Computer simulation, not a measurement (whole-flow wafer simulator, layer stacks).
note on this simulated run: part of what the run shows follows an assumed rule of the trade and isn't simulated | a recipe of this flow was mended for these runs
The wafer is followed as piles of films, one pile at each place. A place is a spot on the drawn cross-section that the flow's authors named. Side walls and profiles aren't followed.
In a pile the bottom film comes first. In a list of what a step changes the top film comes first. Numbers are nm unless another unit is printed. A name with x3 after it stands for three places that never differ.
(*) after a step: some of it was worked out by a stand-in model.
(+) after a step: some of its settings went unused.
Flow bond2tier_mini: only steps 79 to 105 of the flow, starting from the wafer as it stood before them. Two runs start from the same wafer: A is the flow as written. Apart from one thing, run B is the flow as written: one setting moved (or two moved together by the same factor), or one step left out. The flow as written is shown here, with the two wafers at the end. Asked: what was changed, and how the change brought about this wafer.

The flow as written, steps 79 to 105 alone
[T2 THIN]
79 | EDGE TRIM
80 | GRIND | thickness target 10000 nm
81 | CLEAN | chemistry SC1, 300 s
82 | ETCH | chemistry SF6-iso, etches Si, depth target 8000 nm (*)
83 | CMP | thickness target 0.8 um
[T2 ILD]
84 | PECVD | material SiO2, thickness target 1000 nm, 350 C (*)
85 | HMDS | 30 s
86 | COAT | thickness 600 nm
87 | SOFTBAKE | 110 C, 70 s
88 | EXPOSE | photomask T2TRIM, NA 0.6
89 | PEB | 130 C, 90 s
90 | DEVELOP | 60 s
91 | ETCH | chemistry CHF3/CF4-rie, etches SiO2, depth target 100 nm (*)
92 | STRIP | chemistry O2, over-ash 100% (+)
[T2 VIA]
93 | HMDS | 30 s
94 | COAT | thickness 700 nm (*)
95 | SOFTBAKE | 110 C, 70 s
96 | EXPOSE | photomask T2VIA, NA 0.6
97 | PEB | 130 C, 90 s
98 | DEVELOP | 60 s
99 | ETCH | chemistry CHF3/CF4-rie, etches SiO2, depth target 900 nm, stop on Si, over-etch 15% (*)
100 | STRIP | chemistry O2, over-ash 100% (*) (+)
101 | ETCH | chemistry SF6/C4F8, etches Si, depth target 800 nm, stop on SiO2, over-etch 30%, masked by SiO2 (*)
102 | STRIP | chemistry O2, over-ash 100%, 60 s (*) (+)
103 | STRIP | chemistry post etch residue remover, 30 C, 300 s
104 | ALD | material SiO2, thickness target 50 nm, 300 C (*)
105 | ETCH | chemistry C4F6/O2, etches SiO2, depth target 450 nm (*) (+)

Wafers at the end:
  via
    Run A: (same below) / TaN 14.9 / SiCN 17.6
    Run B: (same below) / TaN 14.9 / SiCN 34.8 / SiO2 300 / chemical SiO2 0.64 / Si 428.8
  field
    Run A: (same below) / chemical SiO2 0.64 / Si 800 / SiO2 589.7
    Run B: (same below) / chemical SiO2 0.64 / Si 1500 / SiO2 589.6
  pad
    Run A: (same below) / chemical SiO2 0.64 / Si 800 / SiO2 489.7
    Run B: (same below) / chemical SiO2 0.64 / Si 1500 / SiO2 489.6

What caused this: step 83, CMP: thickness target 1.5 um was run, whereas the flow has thickness target 0.8 um.

The path from the change to this, step by step:
  83 | CMP | thickness target 0.8 um
      field, pad, via: A Si loses 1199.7 | B Si loses 499.7
  101 | ETCH | chemistry SF6/C4F8, etches Si, depth target 800 nm, stop on SiO2, over-etch 30%, masked by SiO2 (*)
      via: A Si loses 788.8 (all of it), chemical SiO2 loses 0.64 (all of it), SiO2 loses 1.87 | B Si loses 1040
  104 | ALD | material SiO2, thickness target 50 nm, 300 C (*)
      via: A SiO2 gains 50 | B SiO2 gains 50 (new film)
  105 | ETCH | chemistry C4F6/O2, etches SiO2, depth target 450 nm (*) (+)
      via: A SiO2 loses 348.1 (all of it), SiCN loses 17.2 | B SiO2 loses 50 (all of it), Si loses 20
